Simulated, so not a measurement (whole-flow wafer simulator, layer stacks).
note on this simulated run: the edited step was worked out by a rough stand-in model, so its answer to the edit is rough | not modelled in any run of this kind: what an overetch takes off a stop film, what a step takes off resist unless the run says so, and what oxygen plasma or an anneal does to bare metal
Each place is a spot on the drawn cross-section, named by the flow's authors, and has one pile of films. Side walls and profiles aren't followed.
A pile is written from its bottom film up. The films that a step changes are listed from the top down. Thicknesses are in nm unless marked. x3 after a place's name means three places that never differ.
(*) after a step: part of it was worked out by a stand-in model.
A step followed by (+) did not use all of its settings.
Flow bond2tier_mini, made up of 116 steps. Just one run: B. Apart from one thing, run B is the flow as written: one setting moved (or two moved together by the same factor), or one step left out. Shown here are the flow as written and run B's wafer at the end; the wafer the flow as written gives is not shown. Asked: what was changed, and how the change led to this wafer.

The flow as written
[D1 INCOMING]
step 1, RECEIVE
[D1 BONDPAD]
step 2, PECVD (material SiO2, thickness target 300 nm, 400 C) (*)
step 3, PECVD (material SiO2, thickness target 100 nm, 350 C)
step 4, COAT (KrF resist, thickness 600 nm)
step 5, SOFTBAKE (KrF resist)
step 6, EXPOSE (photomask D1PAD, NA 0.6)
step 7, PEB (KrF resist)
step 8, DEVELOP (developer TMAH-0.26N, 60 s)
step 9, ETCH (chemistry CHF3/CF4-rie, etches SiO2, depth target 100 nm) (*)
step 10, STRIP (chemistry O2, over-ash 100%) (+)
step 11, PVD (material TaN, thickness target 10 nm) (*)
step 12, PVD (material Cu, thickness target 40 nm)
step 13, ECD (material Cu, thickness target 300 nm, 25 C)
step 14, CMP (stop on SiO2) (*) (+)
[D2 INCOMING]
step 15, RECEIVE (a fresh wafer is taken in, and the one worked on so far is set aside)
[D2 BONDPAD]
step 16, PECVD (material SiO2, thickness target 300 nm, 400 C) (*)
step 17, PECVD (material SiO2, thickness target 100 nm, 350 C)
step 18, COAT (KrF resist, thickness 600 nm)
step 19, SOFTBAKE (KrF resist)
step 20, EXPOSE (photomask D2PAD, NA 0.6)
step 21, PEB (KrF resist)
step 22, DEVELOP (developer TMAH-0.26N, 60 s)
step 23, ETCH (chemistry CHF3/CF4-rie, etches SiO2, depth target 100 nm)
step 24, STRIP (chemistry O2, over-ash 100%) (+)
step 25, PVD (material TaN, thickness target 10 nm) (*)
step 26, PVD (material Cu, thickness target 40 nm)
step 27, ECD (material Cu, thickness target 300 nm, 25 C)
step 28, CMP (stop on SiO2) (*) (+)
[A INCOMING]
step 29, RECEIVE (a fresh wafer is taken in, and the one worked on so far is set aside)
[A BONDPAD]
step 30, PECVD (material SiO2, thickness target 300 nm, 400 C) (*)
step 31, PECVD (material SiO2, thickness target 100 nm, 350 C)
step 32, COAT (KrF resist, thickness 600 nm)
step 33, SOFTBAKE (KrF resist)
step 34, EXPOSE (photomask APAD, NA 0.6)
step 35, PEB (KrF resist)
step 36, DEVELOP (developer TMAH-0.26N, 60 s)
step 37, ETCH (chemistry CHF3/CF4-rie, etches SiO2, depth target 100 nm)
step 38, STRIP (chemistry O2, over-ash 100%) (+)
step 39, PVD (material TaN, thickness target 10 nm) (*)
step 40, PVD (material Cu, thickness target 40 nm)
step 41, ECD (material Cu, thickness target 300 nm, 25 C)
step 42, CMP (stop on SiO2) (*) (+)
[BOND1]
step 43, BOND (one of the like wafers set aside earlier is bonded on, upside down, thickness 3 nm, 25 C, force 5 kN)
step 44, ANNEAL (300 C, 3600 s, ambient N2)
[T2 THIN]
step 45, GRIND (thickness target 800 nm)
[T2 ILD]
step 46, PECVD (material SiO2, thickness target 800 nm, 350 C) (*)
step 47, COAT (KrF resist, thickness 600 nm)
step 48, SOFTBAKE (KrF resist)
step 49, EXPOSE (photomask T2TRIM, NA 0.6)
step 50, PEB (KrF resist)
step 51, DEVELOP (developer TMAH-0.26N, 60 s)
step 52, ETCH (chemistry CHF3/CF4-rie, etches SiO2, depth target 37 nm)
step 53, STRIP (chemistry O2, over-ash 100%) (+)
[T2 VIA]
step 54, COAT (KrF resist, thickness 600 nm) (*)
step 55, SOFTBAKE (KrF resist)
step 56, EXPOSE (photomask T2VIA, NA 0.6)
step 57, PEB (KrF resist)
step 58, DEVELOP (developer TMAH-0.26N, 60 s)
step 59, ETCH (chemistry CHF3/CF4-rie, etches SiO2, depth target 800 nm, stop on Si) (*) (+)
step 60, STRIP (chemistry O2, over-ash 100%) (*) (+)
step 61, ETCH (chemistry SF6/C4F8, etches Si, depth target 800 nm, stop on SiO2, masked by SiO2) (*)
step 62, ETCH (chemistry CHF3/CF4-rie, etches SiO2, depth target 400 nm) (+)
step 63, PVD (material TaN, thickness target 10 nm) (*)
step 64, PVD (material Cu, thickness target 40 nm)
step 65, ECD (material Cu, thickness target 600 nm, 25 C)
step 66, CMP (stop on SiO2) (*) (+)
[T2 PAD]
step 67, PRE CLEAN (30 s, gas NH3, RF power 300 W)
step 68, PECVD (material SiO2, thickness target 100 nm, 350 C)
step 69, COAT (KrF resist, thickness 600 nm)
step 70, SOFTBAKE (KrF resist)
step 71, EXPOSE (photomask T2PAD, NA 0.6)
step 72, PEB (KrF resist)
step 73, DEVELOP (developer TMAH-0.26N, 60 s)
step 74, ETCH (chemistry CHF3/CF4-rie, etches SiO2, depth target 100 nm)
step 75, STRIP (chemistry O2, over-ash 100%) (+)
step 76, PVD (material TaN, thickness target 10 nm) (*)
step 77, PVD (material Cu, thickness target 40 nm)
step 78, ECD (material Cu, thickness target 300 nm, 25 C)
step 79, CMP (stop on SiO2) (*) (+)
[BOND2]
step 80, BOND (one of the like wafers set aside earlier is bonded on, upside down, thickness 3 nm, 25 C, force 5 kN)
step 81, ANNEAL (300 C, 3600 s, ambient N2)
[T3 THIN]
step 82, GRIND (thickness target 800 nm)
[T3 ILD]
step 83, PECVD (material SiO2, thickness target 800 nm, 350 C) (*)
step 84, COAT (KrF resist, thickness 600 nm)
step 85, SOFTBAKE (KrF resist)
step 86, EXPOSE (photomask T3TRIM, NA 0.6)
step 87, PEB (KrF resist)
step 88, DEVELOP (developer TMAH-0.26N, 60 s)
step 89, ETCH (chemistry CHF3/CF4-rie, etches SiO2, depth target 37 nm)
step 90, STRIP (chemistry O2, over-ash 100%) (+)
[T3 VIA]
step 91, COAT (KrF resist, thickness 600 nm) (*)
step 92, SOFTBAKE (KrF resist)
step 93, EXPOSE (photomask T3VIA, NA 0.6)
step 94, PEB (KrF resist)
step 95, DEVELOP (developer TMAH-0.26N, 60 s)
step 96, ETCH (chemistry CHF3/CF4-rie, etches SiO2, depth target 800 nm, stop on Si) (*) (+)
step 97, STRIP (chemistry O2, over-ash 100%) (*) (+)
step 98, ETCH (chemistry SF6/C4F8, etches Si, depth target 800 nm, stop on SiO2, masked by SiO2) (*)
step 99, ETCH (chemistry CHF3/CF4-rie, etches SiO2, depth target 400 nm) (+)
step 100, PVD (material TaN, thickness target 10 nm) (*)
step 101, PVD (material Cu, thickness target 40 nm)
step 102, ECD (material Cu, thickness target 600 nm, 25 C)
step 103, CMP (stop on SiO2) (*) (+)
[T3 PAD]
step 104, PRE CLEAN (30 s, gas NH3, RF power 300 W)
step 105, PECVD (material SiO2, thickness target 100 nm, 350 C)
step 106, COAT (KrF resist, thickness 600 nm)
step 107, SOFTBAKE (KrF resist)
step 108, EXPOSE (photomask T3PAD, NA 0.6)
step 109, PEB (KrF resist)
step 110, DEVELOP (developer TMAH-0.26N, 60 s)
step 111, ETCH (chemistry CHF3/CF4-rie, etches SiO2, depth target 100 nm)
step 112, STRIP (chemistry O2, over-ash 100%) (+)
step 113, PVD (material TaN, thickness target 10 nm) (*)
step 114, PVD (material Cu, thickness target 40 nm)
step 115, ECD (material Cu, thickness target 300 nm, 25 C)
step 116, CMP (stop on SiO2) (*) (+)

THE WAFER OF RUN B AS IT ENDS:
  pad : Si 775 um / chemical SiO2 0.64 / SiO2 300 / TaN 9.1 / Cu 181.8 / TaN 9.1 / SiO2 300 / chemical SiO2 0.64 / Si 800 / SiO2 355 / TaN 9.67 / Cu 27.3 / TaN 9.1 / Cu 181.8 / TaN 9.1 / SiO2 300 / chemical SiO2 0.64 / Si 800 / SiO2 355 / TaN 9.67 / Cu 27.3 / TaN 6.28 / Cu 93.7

What caused this: step 113, PVD: thickness target 6.9 nm was run, whereas the flow has thickness target 10 nm.

How this came from the change, step by step:
  step 113, PVD (material TaN, thickness target 10 nm) (*)
      field: TaN gains 6.9 (new film) (it would be, as written: TaN gains 10 (new film))
      pad: TaN gains 6.28 (new film) (it would be, as written: TaN gains 9.1 (new film))
  step 116, CMP (stop on SiO2) (*) (+)
      field: Cu loses 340 (all of it), TaN loses 6.9 (all of it) (it would be, as written: Cu loses 340 (all of it), TaN loses 10 (all of it))
